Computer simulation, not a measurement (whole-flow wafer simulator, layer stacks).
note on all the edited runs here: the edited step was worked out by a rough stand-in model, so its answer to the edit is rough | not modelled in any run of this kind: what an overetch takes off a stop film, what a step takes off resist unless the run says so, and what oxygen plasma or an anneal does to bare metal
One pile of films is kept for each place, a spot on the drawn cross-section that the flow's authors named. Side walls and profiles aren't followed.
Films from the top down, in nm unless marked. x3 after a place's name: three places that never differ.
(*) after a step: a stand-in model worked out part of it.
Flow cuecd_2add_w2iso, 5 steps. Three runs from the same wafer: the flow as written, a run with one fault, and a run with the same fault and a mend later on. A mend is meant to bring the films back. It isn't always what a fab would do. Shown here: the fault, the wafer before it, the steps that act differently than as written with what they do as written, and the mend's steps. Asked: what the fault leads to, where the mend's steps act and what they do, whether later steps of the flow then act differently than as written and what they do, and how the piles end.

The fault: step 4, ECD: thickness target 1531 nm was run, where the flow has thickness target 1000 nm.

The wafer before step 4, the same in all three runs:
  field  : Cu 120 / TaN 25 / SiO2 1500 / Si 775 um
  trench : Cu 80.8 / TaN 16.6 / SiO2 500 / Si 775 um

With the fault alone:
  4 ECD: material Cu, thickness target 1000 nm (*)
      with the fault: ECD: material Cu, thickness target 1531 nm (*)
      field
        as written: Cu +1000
        with the fault: Cu +1531
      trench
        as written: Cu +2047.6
        with the fault: Cu +2578.6
  No later step of the flow acts differently than as written at any place that is followed.
  At the end the piles differ from the flow's by more than 2% or 0.5 nm, whichever is larger, at field, trench.
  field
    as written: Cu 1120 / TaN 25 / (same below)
    with the fault: Cu 1651 / TaN 25 / (same below)
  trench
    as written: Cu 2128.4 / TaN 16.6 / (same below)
    with the fault: Cu 2659.4 / TaN 16.6 / (same below)

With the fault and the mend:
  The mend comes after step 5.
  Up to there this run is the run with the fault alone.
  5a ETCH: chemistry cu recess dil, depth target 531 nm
      field, trench
        Cu -531
  No later step of the flow acts differently than as written at any place that is followed.
  At the end the piles are the same as the flow's at every place that both follow.
